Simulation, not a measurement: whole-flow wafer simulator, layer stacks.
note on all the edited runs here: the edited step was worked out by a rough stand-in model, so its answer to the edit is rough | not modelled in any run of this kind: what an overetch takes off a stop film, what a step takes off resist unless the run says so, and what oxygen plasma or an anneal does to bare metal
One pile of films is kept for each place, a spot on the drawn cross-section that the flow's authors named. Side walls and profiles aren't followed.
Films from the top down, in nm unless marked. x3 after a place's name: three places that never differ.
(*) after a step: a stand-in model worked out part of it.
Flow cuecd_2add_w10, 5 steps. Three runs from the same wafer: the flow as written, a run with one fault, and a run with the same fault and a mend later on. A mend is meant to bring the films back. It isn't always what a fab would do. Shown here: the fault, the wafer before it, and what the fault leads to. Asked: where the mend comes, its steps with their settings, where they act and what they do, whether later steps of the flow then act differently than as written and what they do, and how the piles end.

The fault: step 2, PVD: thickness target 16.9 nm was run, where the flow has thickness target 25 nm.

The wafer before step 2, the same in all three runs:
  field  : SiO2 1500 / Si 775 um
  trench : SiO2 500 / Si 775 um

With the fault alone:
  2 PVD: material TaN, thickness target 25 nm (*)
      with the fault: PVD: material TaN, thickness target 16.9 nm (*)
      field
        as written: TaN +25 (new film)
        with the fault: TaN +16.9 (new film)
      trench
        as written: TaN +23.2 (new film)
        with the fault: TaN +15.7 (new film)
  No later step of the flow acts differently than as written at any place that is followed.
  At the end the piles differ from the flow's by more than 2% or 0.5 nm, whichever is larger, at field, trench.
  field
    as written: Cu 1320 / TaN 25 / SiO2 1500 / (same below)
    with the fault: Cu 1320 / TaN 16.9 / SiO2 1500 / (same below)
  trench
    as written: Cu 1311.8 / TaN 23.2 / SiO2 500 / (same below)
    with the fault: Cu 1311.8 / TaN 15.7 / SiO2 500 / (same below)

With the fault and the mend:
  The mend comes after step 2.
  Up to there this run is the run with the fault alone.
  2a PVD: material TaN, thickness target 8.1 nm (*) (the flow's step 2 once more, with other settings)
      field
        TaN +8.1
      trench
        TaN +7.51
  No later step of the flow acts differently than as written at any place that is followed.
  At the end the piles are the same as the flow's at every place that both follow.
